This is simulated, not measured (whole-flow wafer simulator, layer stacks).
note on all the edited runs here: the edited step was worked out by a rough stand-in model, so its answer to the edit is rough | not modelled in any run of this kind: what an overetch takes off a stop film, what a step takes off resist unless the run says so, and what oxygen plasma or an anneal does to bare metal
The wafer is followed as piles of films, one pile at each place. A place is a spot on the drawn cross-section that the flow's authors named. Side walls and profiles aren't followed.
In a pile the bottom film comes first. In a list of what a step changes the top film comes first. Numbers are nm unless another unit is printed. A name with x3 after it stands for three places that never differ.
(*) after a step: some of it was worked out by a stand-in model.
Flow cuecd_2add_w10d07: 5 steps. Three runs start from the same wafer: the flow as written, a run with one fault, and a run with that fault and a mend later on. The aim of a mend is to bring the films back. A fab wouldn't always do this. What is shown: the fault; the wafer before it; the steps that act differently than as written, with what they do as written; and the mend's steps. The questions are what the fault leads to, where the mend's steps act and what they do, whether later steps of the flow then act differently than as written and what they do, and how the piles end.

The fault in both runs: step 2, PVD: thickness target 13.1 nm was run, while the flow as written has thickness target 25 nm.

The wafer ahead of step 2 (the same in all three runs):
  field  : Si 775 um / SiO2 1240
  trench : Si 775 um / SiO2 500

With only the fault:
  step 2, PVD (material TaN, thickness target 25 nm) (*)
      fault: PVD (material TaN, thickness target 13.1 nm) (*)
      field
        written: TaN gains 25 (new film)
        fault: TaN gains 13.1 (new film)
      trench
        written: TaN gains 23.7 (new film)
        fault: TaN gains 12.4 (new film)
  None of the later steps of the flow acts differently than as written at any place that is followed.
  By the end, the piles at field, trench depart from the flow's by more than 2% or 0.5 nm, whichever is larger.
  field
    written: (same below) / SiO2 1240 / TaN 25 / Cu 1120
    fault: (same below) / SiO2 1240 / TaN 13.1 / Cu 1120
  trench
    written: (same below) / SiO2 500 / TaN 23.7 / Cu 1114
    fault: (same below) / SiO2 500 / TaN 12.4 / Cu 1114

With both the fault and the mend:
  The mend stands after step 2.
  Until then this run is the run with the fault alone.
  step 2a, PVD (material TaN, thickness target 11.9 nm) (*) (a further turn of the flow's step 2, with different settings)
      field
        TaN gains 11.9
      trench
        TaN gains 11.3
  None of the later steps of the flow acts differently than as written at any place that is followed.
  By the end, the piles equal the flow's at every place that both follow.
